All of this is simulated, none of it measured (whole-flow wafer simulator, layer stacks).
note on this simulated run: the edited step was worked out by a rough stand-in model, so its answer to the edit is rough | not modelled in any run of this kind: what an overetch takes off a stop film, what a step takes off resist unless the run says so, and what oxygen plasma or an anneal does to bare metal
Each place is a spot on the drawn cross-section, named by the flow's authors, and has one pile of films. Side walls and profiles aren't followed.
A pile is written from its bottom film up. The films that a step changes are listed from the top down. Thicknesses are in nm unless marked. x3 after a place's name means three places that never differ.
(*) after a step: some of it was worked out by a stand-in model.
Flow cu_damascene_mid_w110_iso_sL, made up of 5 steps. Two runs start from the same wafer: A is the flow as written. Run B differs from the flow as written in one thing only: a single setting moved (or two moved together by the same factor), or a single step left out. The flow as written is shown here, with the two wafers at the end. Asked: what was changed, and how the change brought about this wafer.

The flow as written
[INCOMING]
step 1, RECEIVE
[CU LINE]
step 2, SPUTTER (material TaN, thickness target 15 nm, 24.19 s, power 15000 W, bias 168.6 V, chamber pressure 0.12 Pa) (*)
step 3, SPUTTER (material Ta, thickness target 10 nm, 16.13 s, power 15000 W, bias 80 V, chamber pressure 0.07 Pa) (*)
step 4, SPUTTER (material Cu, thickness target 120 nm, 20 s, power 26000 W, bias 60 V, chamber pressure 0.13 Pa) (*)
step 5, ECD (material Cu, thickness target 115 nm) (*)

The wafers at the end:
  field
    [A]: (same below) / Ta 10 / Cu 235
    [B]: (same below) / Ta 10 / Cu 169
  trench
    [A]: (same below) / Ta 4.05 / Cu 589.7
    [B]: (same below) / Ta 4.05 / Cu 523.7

What caused this: step 4, SPUTTER: thickness target 54 nm was run, though the flow has thickness target 120 nm; step 4, SPUTTER: 9 s was run, where the flow has 20 s.

Step by step, how the change led to this:
  step 4, SPUTTER (material Cu, thickness target 120 nm, 20 s, power 26000 W, bias 60 V, chamber pressure 0.13 Pa) (*)
      field: A +120 Cu (new film) | B +54 Cu (new film)
      trench: A +49.9 Cu (new film) | B +22.5 Cu (new film)
  step 5, ECD (material Cu, thickness target 115 nm) (*)
      trench: A +539.8 Cu | B +501.3 Cu
